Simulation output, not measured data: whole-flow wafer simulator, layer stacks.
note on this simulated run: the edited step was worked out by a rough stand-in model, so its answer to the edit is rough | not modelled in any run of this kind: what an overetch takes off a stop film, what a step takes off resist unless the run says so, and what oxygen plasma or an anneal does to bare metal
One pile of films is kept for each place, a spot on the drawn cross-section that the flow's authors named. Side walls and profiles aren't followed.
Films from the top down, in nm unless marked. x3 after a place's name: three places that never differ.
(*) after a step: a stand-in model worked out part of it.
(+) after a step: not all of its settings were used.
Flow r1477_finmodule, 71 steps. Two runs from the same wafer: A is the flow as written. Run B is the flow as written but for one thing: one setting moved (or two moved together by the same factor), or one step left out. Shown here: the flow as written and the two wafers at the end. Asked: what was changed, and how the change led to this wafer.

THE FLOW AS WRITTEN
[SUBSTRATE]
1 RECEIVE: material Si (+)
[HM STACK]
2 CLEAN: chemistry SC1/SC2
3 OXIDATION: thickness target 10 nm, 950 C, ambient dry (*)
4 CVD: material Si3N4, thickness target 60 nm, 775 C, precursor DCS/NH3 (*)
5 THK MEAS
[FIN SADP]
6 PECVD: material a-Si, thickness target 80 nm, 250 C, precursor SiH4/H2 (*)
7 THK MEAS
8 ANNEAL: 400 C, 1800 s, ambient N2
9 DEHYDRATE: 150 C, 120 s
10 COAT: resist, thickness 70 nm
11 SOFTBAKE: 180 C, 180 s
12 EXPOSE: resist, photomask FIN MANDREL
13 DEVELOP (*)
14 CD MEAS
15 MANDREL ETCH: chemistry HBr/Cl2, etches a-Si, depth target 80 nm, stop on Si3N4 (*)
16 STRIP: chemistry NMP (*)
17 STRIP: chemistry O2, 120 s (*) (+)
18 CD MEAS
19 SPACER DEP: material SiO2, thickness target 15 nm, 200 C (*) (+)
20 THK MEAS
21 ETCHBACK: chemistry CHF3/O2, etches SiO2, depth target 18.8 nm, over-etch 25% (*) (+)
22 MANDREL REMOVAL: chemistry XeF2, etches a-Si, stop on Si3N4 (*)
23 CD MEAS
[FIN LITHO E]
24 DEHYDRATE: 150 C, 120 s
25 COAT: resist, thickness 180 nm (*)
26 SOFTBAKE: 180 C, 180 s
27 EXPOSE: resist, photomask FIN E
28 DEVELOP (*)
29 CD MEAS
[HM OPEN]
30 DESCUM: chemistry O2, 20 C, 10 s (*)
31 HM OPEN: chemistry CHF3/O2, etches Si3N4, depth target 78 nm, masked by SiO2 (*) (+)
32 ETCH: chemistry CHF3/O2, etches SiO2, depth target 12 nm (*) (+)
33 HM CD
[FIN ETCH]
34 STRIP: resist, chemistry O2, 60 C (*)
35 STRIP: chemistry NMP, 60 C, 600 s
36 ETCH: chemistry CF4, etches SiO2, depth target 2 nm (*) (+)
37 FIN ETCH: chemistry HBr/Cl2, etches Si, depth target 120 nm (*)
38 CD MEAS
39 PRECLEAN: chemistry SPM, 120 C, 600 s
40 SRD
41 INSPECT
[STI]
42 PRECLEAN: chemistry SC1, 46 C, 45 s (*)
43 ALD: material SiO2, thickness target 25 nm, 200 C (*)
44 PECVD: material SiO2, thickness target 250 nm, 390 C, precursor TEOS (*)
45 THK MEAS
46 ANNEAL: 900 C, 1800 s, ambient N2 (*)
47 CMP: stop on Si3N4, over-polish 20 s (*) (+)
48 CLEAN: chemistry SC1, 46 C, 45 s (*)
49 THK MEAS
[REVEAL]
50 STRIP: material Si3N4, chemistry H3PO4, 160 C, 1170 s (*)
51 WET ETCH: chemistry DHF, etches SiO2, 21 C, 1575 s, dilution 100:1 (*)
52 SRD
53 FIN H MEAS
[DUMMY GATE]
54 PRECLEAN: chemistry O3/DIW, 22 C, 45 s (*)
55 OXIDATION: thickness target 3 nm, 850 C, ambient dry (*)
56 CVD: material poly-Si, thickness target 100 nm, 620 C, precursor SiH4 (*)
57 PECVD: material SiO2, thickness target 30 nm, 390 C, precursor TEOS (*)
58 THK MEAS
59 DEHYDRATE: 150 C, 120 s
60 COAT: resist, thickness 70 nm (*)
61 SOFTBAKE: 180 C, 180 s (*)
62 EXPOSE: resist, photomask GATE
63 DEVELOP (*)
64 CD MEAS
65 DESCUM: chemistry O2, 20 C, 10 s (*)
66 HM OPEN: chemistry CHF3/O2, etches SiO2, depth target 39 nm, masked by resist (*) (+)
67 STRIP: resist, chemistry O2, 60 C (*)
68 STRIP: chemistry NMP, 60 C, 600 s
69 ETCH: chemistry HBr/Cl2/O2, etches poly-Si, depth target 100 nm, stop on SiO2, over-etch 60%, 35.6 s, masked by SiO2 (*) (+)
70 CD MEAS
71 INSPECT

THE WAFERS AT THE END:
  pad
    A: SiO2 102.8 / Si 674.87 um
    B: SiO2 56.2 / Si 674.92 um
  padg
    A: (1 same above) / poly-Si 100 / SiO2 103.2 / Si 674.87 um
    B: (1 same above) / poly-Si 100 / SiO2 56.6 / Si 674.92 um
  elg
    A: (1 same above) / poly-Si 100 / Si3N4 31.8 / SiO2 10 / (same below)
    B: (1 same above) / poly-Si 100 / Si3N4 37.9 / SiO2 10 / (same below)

The cause: step 37, FIN ETCH: depth target 73.2 nm was run, where the flow has depth target 120 nm.

How the change led to this, step by step:
  37 FIN ETCH: chemistry HBr/Cl2, etches Si, depth target 120 nm (*)
      pad, padg, esg and 19 more: A Si -120 | B Si -73.2
      elg, e40lg, e100lg, e200lg, elo, e40lo, e100lo, e200lo: A Si3N4 -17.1 | B Si3N4 -10.5
      (and at 6 more places)
  43 ALD: material SiO2, thickness target 25 nm, 200 C (*)
      s40cg, s45cg, s50cg, s40co, s45co, s50co: A SiO2 +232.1 (new film) | B SiO2 +188.9 (new film)
      esg: A SiO2 +194.3 (new film) | B SiO2 +154.1 (new film)
  47 CMP: stop on Si3N4, over-polish 20 s (*) (+)
      pad, padg, e40sg and 11 more: A SiO2 -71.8 | B SiO2 -118.6
      elg, esg, e40lg and 6 more: A SiO2 -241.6 | B SiO2 -248.3
      (and at 1 more place)
  51 WET ETCH: chemistry DHF, etches SiO2, 21 C, 1575 s, dilution 100:1 (*)
      elg, e40lg, e100lg, e200lg, elo, e40lo, e100lo, e200lo: A SiO2 -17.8 (all of it), Si3N4 -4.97 | B SiO2 -11.2 (all of it), Si3N4 -5.51
  56 CVD: material poly-Si, thickness target 100 nm, 620 C, precursor SiH4 (*)
      esg: A poly-Si +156 (new film) | B poly-Si +162.1 (new film)
  60 COAT: resist, thickness 70 nm (*)
      e40sg, eso, e40so: A resist +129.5 (new film) | B resist +135.2 (new film)
      e100sg, e100so: A resist +129.4 (new film) | B resist +135.2 (new film)
      (and at 2 more places)
  63 DEVELOP (*)
      eso, e40so: A resist -129.5 (all of it) | B resist -135.2 (all of it)
      e100so: A resist -129.4 (all of it) | B resist -135.2 (all of it)
      (and at 1 more place)
  67 STRIP: resist, chemistry O2, 60 C (*)
      e40sg: A resist -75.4 (all of it) | B resist -81.1 (all of it)
      e100sg: A resist -75.3 (all of it) | B resist -81.1 (all of it)
      (and at 1 more place)
